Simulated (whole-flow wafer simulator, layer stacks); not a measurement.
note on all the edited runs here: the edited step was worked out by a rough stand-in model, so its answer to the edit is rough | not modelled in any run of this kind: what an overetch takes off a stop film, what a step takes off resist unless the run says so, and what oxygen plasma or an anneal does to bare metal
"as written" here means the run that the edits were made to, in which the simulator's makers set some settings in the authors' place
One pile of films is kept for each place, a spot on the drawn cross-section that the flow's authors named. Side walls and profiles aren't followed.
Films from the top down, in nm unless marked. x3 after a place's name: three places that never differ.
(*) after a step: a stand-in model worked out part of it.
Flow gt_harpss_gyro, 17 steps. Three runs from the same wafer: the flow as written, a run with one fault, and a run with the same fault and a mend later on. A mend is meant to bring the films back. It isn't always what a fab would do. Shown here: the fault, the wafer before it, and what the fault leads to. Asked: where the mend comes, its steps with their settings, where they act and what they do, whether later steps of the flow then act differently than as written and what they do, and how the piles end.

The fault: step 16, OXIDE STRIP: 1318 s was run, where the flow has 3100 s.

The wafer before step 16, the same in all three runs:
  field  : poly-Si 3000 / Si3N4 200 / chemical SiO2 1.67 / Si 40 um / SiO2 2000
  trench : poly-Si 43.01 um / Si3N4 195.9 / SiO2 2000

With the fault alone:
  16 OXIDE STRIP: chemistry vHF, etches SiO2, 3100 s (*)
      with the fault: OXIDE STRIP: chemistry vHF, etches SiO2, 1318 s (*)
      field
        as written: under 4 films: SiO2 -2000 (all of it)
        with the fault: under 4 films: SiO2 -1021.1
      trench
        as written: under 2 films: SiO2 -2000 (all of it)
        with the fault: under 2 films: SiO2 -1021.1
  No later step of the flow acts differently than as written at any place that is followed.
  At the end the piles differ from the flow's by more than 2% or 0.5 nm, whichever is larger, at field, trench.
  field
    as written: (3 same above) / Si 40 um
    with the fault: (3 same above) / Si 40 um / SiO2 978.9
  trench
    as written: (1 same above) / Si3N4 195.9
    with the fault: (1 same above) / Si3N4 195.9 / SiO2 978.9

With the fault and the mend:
  The mend comes after step 17.
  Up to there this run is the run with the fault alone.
  17a OXIDE STRIP: chemistry vHF, etches SiO2, 1782 s (*) (the flow's step 16 once more, with other settings)
      field
        under 4 films: SiO2 -978.9 (all of it)
      trench
        under 2 films: SiO2 -978.9 (all of it)
  No later step of the flow acts differently than as written at any place that is followed.
  At the end the piles are the same as the flow's at every place that both follow.
